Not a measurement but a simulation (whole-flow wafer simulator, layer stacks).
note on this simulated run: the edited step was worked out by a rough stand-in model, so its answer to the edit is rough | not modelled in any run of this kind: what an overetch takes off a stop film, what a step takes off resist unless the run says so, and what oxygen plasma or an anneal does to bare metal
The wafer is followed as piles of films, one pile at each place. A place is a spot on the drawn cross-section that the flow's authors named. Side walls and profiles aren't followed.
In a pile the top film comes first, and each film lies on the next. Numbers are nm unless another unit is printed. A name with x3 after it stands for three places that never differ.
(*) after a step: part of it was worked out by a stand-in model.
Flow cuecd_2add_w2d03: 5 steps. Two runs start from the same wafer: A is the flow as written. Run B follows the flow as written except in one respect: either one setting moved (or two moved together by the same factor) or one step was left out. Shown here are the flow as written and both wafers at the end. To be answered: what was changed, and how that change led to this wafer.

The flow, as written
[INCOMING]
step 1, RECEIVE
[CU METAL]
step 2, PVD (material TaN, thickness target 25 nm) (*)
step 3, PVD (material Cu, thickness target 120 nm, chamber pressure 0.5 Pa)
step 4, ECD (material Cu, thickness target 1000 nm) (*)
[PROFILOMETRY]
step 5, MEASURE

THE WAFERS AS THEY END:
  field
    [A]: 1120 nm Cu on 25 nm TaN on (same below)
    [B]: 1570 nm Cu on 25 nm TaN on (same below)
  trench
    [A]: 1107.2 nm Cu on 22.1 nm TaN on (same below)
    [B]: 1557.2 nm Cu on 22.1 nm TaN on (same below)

Cause: step 4, ECD: thickness target 1450 nm was run, though the flow has thickness target 1000 nm.

The path from the change to this, step by step:
  step 4, ECD (material Cu, thickness target 1000 nm) (*)
      field, trench: A Cu gains 1000 | B Cu gains 1450
